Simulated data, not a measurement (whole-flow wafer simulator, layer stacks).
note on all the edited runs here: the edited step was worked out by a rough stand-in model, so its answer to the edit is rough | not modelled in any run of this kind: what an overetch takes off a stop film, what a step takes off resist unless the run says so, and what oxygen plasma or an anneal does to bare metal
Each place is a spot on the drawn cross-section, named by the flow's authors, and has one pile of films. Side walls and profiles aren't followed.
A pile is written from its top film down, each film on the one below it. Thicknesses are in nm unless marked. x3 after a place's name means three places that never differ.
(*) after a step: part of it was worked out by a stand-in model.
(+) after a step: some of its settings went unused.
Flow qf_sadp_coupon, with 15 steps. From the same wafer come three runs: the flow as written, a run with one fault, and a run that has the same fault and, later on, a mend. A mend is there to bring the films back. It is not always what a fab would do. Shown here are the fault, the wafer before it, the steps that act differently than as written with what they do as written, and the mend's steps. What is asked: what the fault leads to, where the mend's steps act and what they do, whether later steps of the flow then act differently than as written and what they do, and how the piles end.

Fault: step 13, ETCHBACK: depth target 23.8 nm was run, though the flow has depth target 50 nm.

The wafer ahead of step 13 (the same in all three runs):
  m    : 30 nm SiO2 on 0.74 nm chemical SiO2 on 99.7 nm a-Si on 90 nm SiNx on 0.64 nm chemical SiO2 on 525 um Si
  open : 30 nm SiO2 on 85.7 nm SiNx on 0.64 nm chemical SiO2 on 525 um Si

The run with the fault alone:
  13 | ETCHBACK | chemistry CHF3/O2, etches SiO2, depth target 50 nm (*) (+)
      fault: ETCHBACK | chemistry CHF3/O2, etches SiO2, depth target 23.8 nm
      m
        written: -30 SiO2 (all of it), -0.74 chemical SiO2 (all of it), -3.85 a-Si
        fault: -23.8 SiO2
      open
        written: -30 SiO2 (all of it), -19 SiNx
        fault: -23.8 SiO2
  Later steps of the flow acting differently than as written:
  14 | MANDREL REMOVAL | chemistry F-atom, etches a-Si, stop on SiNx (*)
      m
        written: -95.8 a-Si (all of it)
        fault: nothing
  The piles end different from the flow's at m, open by more than 2% or 0.5 nm, whichever is larger.
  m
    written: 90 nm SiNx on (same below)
    fault: 6.2 nm SiO2 on 0.74 nm chemical SiO2 on 99.7 nm a-Si on 90 nm SiNx on (same below)
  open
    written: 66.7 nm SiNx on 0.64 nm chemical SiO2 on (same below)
    fault: 6.2 nm SiO2 on 85.7 nm SiNx on 0.64 nm chemical SiO2 on (same below)

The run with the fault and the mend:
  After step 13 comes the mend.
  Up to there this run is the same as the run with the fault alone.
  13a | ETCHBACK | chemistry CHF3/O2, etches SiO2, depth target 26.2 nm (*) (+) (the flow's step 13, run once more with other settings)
      m
        -6.2 SiO2 (all of it), -0.74 chemical SiO2 (all of it), -3.85 a-Si
      open
        -6.2 SiO2 (all of it), -19 SiNx
  Every later step of the flow that is run acts as written at every place that is followed.
  By the end, the piles equal the flow's at every place that both follow.
